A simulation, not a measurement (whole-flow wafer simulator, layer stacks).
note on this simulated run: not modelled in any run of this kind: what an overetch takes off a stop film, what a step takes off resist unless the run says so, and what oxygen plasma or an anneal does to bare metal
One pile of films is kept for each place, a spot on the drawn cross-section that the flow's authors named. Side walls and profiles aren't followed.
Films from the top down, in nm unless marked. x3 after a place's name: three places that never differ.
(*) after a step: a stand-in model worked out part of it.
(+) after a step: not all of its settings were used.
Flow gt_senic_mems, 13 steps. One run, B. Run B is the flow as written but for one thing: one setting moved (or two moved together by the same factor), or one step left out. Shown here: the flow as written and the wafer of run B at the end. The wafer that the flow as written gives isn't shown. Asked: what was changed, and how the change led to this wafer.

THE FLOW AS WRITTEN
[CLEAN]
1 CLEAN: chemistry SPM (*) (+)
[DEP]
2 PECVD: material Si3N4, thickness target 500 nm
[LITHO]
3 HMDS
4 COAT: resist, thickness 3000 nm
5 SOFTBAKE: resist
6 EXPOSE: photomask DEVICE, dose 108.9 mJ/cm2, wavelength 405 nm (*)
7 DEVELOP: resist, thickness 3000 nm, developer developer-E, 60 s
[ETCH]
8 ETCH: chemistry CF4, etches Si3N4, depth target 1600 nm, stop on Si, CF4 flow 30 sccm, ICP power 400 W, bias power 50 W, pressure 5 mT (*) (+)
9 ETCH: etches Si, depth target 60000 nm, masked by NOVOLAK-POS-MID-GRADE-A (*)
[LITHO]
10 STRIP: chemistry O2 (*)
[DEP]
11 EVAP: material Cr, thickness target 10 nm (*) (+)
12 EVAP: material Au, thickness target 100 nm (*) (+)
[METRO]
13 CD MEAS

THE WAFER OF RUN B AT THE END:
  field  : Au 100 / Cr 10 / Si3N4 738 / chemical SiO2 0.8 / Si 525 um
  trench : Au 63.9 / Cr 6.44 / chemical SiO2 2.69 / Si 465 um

The cause: step 2, PECVD: thickness target 738 nm was run, where the flow has thickness target 500 nm.
It can be read off the wafer: field has Si3N4 738, and step 2 as written asks for 500 nm.

How the change led to this, step by step:
  2 PECVD: material Si3N4, thickness target 500 nm
      field, trench: Si3N4 +738 (new film) (as written it would be: Si3N4 +500 (new film))
  8 ETCH: chemistry CF4, etches Si3N4, depth target 1600 nm, stop on Si, CF4 flow 30 sccm, ICP power 400 W, bias power 50 W, pressure 5 mT (*) (+)
      field: resist -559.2 (as written it would be: resist -400.5)
      trench: Si3N4 -738 (all of it), chemical SiO2 -0.8 (all of it) (as written it would be: Si3N4 -500 (all of it), chemical SiO2 -0.8 (all of it))
  10 STRIP: chemistry O2 (*)
      field: resist -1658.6 (all of it) (as written it would be: resist -1817.3 (all of it))
